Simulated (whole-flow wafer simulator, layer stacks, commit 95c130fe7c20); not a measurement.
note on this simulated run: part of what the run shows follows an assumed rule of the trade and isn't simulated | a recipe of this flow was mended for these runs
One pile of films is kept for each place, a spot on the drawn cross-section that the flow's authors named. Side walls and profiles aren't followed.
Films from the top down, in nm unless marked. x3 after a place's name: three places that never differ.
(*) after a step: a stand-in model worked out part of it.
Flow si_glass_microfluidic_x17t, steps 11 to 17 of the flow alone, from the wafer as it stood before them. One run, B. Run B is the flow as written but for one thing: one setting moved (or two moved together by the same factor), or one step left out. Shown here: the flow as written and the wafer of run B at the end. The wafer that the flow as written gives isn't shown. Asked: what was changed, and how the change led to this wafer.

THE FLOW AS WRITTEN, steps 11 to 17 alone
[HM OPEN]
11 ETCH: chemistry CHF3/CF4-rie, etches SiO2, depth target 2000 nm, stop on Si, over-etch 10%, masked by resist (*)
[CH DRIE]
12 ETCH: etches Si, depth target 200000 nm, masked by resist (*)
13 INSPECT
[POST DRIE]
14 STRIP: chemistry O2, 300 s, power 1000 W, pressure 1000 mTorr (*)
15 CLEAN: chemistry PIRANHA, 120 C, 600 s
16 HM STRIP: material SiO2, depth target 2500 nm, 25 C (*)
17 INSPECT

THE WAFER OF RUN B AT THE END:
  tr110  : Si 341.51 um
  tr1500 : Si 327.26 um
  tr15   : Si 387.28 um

The cause: step 11, ETCH: depth target 1712 nm was run, where the flow has depth target 2000 nm.

How the change led to this, step by step:
  11 ETCH: chemistry CHF3/CF4-rie, etches SiO2, depth target 2000 nm, stop on Si, over-etch 10%, masked by resist (*)
      tr110, tr1500, tr15: SiO2 -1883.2 (as written it would be: SiO2 -2000 (all of it), Si -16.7)
      land: thick-i-line-resist -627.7 (as written it would be: thick-i-line-resist -733.3)
  12 ETCH: etches Si, depth target 200000 nm, masked by resist (*)
      tr110: SiO2 -116.8 (all of it), Si -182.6 um (as written it would be: Si -200.12 um)
      tr1500: SiO2 -116.8 (all of it), Si -196.86 um (as written it would be: Si -215.73 um)
      (and at 1 more place)
  14 STRIP: chemistry O2, 300 s, power 1000 W, pressure 1000 mTorr (*)
      land: thick-i-line-resist -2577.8 (all of it) (as written it would be: thick-i-line-resist -2472.3 (all of it))
